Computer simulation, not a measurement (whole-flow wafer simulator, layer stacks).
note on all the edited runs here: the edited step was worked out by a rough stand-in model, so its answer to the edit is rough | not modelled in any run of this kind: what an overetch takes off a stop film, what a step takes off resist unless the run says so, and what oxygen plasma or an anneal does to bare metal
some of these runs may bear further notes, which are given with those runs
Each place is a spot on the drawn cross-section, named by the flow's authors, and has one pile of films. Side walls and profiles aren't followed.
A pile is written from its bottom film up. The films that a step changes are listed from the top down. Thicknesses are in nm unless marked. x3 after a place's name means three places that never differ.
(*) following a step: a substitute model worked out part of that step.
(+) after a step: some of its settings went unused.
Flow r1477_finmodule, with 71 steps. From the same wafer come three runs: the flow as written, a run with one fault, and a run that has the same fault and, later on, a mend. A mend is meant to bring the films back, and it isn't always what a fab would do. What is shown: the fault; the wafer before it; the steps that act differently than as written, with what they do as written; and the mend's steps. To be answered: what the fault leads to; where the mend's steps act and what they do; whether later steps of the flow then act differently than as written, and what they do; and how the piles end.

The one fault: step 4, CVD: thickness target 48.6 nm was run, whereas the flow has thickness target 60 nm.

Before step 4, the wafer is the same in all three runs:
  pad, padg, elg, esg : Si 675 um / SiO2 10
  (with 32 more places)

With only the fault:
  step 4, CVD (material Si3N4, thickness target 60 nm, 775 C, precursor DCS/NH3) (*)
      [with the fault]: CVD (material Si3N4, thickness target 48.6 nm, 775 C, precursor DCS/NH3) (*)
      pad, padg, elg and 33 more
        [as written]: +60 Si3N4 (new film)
        [with the fault]: +48.6 Si3N4 (new film)
  Steps later in the flow that act otherwise than as written (6 other steps are not shown; they differ only slightly, by no more than 2% or 0.5 nm, whichever is larger):
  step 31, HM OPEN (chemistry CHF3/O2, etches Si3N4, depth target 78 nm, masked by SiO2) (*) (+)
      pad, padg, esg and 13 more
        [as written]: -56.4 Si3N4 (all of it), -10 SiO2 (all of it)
        [with the fault]: -45 Si3N4 (all of it), -10 SiO2 (all of it)
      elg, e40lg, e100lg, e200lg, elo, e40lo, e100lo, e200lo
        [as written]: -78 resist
        [with the fault]: -67.5 resist
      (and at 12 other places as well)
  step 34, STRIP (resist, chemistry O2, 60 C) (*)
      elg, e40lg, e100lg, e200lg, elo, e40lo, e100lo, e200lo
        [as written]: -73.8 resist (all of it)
        [with the fault]: -84.3 resist (all of it)
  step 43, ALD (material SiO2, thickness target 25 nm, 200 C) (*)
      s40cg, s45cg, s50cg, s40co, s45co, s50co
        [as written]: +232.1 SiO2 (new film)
        [with the fault]: +226 SiO2 (new film)
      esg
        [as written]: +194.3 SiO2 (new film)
        [with the fault]: +182.8 SiO2 (new film)
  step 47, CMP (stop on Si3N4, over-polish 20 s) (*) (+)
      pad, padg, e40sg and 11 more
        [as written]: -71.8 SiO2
        [with the fault]: -83.2 SiO2
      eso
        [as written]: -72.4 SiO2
        [with the fault]: -83.8 SiO2
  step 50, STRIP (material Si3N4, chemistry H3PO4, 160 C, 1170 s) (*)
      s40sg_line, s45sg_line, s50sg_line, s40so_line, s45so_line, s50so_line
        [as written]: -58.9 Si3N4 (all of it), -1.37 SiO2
        [with the fault]: -47.5 Si3N4 (all of it), -1.72 SiO2
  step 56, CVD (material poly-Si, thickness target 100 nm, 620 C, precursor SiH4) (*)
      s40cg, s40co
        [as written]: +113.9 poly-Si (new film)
        [with the fault]: +127.3 poly-Si (new film)
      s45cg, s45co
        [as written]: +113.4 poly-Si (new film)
        [with the fault]: +127.3 poly-Si (new film)
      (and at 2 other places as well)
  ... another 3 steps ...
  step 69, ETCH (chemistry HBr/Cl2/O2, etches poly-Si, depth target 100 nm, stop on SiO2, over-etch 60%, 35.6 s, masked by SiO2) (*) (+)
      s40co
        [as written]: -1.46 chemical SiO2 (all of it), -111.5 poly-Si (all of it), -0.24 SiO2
        [with the fault]: -1.46 chemical SiO2 (all of it), -124.9 poly-Si (all of it), -0.18 SiO2
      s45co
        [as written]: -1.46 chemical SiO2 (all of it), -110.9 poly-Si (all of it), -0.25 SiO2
        [with the fault]: -1.46 chemical SiO2 (all of it), -124.9 poly-Si (all of it), -0.18 SiO2
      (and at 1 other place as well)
  The piles end different from the flow's at pad, padg, elg and 27 more by more than 2% or 0.5 nm, whichever is larger.
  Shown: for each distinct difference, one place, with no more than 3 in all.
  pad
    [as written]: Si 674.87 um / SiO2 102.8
    [with the fault]: Si 674.87 um / SiO2 91.4
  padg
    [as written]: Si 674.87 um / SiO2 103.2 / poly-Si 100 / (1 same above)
    [with the fault]: Si 674.87 um / SiO2 91.8 / poly-Si 100 / (1 same above)
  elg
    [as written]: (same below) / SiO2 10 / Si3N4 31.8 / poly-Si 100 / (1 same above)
    [with the fault]: (same below) / SiO2 10 / Si3N4 20.4 / poly-Si 100 / (1 same above)

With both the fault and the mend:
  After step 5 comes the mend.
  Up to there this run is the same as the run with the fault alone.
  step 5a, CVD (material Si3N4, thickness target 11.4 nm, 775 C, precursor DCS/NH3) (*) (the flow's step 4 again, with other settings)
      pad, padg, elg and 33 more
        +11.4 Si3N4
  None of the later steps of the flow acts differently than as written at any place that is followed.
  At every place that both follow, the piles at the end match the flow's.
